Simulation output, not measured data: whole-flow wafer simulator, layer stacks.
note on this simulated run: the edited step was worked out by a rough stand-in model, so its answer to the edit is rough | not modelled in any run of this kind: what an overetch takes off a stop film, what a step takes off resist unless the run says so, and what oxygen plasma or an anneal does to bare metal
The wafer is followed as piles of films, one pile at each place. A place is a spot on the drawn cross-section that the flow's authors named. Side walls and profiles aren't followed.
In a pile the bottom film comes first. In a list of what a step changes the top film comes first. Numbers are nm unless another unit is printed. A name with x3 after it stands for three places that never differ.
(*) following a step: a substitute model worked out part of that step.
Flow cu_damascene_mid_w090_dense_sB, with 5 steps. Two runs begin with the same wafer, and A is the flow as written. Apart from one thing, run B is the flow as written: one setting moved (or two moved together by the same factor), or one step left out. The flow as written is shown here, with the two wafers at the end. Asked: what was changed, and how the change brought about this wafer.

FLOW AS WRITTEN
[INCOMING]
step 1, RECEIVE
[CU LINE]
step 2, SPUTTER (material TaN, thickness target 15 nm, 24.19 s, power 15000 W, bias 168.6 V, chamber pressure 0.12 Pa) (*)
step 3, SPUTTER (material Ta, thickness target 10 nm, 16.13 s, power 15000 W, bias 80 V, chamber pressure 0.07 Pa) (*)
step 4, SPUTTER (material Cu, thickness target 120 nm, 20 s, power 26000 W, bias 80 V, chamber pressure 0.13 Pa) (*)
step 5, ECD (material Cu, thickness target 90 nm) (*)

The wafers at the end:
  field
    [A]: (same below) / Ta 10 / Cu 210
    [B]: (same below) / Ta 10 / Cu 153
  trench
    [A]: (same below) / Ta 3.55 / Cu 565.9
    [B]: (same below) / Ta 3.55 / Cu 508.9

Cause: step 4, SPUTTER: thickness target 63 nm was run, while the flow as written has thickness target 120 nm; step 4, SPUTTER: 10.5 s was run, where the flow has 20 s.

The path from the change to this, step by step:
  step 4, SPUTTER (material Cu, thickness target 120 nm, 20 s, power 26000 W, bias 80 V, chamber pressure 0.13 Pa) (*)
      field: A +120 Cu (new film) | B +63 Cu (new film)
      trench: A +44.3 Cu (new film) | B +23.3 Cu (new film)
  step 5, ECD (material Cu, thickness target 90 nm) (*)
      trench: A +521.6 Cu | B +485.7 Cu
